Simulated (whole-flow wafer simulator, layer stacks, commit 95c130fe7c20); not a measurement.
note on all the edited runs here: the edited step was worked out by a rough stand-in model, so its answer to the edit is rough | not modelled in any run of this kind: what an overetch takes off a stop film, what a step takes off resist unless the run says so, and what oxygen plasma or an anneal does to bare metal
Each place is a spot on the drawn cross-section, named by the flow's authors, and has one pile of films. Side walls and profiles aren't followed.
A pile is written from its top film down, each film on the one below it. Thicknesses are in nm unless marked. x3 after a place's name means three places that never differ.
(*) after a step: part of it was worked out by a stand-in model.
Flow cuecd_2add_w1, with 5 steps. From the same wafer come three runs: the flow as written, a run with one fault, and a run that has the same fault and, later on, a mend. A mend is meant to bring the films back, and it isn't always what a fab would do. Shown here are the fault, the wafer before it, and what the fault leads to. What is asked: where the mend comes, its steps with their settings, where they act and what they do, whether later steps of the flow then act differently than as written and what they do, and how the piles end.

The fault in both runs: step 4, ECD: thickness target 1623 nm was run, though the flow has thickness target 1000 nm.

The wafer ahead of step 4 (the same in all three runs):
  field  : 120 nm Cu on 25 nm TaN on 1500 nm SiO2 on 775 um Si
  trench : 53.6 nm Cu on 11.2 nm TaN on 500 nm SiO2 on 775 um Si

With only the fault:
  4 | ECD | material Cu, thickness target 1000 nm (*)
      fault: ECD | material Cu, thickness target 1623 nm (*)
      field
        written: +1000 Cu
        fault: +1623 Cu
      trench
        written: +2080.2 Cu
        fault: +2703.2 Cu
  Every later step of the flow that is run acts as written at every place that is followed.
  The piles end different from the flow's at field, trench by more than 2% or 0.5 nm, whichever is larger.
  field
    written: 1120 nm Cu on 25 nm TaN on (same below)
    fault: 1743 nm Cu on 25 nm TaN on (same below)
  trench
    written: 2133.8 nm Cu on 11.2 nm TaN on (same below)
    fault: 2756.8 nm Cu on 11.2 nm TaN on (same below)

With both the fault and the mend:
  The mend follows step 5.
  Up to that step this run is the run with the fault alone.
  5a | ETCH | chemistry cu recess dil, depth target 623 nm
      field, trench
        -623 Cu
  Every later step of the flow that is run acts as written at every place that is followed.
  At every place that both follow, the piles at the end match the flow's.
